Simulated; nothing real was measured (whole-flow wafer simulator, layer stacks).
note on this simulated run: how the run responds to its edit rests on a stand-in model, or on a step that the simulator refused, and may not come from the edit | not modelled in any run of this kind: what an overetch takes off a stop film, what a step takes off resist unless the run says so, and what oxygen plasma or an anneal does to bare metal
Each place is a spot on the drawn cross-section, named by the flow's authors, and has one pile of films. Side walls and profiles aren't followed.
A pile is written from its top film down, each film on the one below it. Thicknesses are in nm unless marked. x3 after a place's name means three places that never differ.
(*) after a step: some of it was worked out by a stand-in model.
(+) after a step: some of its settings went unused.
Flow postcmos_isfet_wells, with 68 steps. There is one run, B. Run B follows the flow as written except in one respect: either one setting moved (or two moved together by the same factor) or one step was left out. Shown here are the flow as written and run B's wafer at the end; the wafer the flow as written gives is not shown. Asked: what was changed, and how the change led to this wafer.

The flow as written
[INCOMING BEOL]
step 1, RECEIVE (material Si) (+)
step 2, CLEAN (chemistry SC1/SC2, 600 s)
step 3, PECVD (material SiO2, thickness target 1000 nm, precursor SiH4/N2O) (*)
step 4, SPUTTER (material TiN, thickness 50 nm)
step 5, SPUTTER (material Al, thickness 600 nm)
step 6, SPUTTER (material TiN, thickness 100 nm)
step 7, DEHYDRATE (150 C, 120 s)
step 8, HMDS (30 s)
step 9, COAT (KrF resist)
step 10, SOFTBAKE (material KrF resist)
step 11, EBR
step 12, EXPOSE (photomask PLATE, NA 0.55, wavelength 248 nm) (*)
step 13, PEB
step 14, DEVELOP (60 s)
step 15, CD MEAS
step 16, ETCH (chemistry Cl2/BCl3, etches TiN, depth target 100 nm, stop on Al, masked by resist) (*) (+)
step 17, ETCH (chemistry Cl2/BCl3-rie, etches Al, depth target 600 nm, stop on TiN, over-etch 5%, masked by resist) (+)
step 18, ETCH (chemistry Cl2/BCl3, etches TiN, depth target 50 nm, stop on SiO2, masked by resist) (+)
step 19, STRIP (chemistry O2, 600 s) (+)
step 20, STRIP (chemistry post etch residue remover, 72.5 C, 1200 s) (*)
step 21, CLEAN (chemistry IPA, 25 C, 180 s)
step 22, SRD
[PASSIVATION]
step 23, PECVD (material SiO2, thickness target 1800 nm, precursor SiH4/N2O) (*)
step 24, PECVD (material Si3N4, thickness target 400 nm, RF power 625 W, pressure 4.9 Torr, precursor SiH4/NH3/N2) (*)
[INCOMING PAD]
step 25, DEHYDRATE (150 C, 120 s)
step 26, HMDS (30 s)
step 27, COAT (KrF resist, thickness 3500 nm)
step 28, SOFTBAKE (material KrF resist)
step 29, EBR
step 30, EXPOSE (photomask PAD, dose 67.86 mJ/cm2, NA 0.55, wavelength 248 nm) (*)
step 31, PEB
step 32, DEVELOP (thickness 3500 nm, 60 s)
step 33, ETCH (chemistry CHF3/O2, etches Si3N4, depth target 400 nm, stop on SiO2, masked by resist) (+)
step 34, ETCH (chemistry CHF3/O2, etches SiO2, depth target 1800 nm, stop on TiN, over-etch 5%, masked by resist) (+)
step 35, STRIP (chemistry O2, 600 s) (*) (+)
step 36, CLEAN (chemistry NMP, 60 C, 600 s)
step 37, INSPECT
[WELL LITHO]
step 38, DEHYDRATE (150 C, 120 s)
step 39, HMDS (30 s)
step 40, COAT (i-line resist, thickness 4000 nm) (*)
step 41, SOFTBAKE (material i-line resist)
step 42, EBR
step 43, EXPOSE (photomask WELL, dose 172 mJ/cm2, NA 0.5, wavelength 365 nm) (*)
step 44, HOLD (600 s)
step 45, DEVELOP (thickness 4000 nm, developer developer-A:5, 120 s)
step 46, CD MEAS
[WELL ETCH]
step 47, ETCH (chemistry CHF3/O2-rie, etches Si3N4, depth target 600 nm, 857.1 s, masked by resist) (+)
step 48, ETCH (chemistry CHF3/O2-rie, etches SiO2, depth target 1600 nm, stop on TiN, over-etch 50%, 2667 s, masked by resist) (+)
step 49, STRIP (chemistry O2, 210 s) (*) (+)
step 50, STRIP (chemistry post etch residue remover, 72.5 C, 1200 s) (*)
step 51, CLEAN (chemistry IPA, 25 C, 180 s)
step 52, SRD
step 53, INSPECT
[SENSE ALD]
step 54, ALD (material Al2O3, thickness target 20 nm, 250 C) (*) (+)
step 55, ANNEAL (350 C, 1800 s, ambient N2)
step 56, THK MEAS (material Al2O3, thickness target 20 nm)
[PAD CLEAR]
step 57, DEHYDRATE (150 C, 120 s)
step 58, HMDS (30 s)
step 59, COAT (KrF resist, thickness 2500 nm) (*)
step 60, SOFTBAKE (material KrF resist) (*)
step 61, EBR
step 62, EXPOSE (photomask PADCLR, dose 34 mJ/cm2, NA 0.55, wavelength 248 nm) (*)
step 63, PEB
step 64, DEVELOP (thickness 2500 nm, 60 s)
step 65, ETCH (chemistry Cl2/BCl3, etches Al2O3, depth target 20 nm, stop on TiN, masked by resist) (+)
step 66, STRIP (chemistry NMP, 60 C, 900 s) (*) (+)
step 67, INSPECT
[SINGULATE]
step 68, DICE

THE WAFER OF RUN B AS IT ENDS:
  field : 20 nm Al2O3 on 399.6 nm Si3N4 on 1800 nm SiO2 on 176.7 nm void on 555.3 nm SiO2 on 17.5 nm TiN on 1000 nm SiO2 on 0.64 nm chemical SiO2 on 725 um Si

Cause: step 18, ETCH: depth target 32.03 nm was run, whereas the flow has depth target 50 nm.

How this came from the change, step by step:
  step 18, ETCH (chemistry Cl2/BCl3, etches TiN, depth target 50 nm, stop on SiO2, masked by resist) (+)
      field: TiN loses 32 (in the flow as written it would be: TiN loses 50 (all of it))
      margin, well900, well1300 x3, pad_rim, pad_clr, pad_open: KrF resist loses 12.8 (in the flow as written it would be: KrF resist loses 20)
  step 23, PECVD (material SiO2, thickness target 1800 nm, precursor SiH4/N2O) (*)
      field: SiO2 gains 1800 (new film), void gains 176.7 (new film), SiO2 gains 555.3 (new film) (in the flow as written it would be: SiO2 gains 1800 (new film), void gains 189.9 (new film), SiO2 gains 559.7)
If metal films that touch count as one body, field has 1 body; the flow as written gives 0 bodies.
